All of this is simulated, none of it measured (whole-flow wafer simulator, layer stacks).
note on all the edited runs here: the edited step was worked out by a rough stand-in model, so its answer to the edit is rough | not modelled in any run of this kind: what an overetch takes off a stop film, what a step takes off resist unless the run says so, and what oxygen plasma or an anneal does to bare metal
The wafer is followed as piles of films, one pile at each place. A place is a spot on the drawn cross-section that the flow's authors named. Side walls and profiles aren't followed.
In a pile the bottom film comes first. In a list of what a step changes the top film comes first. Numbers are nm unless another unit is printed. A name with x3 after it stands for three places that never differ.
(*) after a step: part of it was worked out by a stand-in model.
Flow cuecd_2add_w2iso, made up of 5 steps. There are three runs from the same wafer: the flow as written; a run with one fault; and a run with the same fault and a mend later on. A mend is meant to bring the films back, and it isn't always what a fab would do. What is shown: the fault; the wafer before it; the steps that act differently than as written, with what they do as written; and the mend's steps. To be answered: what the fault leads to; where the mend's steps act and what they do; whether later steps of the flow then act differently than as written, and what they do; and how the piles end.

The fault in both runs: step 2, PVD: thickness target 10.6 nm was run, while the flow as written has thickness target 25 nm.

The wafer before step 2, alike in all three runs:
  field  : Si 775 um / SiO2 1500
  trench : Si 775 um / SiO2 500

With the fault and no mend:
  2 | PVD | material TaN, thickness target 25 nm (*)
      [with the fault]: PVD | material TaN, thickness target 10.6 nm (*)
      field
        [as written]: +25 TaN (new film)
        [with the fault]: +10.6 TaN (new film)
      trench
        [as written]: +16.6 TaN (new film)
        [with the fault]: +7.04 TaN (new film)
  None of the later steps of the flow differs from how it acts as written, at any place that is followed, by more than 2% or 0.5 nm, whichever is larger.
  The piles end different from the flow's at field, trench by more than 2% or 0.5 nm, whichever is larger.
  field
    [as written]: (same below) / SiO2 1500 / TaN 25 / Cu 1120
    [with the fault]: (same below) / SiO2 1500 / TaN 10.6 / Cu 1120
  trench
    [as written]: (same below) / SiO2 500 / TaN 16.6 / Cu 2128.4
    [with the fault]: (same below) / SiO2 500 / TaN 7.04 / Cu 2123.6

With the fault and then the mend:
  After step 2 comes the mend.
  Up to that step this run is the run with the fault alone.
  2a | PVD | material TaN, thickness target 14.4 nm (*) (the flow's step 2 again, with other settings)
      field
        +14.4 TaN
      trench
        +9.53 TaN
  None of the later steps of the flow acts differently than as written at any place that is followed.
  At every place that both follow, the piles at the end match the flow's.
